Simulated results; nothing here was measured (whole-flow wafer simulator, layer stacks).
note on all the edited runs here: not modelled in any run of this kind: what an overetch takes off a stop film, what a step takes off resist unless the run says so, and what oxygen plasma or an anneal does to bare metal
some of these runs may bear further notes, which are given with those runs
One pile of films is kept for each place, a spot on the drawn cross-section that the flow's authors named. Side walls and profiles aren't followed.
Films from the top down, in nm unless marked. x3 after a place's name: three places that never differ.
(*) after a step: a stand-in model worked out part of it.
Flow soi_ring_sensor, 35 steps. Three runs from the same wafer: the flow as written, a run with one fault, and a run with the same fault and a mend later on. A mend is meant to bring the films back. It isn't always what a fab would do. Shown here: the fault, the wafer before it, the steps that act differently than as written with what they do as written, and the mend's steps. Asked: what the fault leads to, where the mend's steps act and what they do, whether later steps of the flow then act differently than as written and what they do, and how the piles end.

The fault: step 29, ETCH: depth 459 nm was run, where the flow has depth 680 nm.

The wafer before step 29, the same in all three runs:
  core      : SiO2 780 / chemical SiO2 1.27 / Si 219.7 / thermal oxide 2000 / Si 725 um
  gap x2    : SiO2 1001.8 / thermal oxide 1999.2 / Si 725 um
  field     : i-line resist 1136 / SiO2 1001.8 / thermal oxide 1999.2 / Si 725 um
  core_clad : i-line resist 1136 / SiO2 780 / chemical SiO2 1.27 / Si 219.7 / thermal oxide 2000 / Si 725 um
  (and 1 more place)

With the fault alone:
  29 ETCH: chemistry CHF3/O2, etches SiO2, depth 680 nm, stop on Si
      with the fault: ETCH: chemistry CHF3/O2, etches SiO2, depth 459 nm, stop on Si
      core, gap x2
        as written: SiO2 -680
        with the fault: SiO2 -459
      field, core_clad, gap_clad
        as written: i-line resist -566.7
        with the fault: i-line resist -382.5
  Later steps of the flow that act differently than as written:
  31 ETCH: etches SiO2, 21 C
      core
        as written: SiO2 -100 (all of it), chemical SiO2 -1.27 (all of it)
        with the fault: SiO2 -321 (all of it), chemical SiO2 -1.27 (all of it)
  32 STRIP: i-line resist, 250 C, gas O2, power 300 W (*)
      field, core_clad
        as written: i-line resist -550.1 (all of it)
        with the fault: i-line resist -734.2 (all of it)
  At the end the piles differ from the flow's only slightly at the places that both follow, by at most 2% or 0.5 nm, whichever is larger.

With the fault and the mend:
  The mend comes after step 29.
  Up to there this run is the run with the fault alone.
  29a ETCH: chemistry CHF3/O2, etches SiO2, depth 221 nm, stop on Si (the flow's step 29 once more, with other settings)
      core, gap x2
        SiO2 -221
      field, core_clad, gap_clad
        i-line resist -184.2
  No later step of the flow acts differently than as written at any place that is followed.
  At the end the piles are the same as the flow's at every place that both follow.
